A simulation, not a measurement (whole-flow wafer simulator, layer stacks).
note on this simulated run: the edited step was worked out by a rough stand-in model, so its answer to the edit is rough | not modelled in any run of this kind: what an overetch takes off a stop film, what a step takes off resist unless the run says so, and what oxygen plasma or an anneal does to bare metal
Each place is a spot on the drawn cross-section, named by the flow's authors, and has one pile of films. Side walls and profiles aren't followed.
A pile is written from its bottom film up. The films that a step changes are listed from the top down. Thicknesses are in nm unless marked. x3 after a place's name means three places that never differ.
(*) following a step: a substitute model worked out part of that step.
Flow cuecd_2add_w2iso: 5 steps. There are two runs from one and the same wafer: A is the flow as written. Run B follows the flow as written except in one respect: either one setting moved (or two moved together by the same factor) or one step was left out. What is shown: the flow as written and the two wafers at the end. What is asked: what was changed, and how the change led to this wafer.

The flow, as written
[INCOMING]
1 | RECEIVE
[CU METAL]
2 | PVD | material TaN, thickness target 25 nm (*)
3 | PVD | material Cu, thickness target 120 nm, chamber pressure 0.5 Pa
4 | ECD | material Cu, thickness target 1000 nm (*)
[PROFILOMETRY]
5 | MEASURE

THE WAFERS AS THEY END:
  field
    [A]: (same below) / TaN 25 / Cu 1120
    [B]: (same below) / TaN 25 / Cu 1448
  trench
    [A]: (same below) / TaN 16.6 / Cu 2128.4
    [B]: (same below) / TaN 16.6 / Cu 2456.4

The reason: step 4, ECD: thickness target 1328 nm was run, whereas the flow has thickness target 1000 nm.

The path from the change to this, step by step:
  4 | ECD | material Cu, thickness target 1000 nm (*)
      field: A Cu gains 1000 | B Cu gains 1328
      trench: A Cu gains 2047.6 | B Cu gains 2375.6
